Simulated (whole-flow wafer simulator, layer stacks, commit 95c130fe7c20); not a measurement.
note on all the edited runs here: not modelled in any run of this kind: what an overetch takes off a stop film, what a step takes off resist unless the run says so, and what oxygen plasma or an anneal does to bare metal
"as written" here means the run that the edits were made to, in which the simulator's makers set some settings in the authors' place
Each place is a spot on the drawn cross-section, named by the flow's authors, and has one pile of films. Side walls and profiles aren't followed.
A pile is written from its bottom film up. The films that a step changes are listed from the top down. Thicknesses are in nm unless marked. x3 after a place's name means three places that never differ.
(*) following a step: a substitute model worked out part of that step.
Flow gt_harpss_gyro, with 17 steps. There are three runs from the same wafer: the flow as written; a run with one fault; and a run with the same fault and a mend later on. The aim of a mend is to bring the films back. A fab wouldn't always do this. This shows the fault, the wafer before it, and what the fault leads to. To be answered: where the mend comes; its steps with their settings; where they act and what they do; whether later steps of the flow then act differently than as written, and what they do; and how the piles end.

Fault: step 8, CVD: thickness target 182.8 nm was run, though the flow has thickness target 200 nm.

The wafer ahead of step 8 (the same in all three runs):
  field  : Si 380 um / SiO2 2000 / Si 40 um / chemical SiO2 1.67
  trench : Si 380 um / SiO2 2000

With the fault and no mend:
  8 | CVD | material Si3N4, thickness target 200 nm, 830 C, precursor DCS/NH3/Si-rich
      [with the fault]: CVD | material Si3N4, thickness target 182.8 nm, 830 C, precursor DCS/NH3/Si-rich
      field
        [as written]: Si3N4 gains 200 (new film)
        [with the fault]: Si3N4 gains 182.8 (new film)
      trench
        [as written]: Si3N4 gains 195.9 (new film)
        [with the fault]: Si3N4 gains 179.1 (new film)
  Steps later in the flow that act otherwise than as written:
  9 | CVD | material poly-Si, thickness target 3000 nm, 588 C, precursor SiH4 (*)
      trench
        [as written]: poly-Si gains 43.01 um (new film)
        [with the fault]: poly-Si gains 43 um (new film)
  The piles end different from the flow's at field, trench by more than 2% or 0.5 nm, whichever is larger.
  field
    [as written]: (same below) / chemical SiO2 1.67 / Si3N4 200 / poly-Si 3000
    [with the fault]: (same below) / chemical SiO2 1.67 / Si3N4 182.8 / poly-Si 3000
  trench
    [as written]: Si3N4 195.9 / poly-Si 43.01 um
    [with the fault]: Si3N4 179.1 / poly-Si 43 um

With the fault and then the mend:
  The mend follows step 8.
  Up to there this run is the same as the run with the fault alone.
  8a | CVD | material Si3N4, thickness target 17.2 nm, 830 C, precursor DCS/NH3/Si-rich (the flow's step 8 again, with other settings)
      field
        Si3N4 gains 17.2
      trench
        Si3N4 gains 16.7
  None of the later steps of the flow acts differently than as written at any place that is followed.
  The piles end the same as the flow's at every place that both follow.
